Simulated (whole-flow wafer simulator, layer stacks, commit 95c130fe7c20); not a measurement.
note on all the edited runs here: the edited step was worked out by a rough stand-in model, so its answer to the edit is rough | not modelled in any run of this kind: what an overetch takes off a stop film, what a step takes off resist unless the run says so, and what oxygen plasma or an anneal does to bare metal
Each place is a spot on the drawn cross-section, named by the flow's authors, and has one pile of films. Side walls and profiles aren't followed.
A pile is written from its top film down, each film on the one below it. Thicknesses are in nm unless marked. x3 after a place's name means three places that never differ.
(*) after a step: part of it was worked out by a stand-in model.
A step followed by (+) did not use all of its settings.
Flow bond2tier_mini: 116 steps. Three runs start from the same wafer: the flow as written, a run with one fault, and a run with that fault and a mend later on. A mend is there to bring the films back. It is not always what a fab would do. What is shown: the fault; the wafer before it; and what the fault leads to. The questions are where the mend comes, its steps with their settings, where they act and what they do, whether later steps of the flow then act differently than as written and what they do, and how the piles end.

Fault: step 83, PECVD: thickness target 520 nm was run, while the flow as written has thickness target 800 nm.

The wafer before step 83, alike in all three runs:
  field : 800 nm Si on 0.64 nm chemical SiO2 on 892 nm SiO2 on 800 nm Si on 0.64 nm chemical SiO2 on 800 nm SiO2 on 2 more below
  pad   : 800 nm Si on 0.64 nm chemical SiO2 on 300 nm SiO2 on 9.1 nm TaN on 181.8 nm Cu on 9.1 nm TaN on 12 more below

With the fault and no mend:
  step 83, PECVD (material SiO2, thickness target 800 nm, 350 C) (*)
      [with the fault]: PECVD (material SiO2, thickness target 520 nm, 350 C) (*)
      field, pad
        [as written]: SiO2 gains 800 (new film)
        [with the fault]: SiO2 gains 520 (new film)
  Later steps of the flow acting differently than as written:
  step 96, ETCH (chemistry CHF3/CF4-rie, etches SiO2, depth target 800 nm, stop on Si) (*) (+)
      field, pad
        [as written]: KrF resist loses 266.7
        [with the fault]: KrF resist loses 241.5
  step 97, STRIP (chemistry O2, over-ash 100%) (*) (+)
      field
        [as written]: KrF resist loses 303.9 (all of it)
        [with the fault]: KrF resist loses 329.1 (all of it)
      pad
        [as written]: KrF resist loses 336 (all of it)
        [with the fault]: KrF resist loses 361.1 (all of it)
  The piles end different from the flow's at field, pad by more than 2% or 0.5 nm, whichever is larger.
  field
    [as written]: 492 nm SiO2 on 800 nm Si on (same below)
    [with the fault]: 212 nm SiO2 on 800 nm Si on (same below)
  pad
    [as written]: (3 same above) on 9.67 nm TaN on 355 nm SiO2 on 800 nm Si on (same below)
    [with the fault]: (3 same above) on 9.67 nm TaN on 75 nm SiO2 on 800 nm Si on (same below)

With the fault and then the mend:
  After step 83 comes the mend.
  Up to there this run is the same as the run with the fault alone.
  step 83a, PECVD (material SiO2, thickness target 280 nm, 350 C) (*) (the flow's step 83 again, with other settings)
      field, pad
        SiO2 gains 280
  Later steps of the flow that are run all act as written at every place that is followed.
  By the end, the piles equal the flow's at every place that both follow.
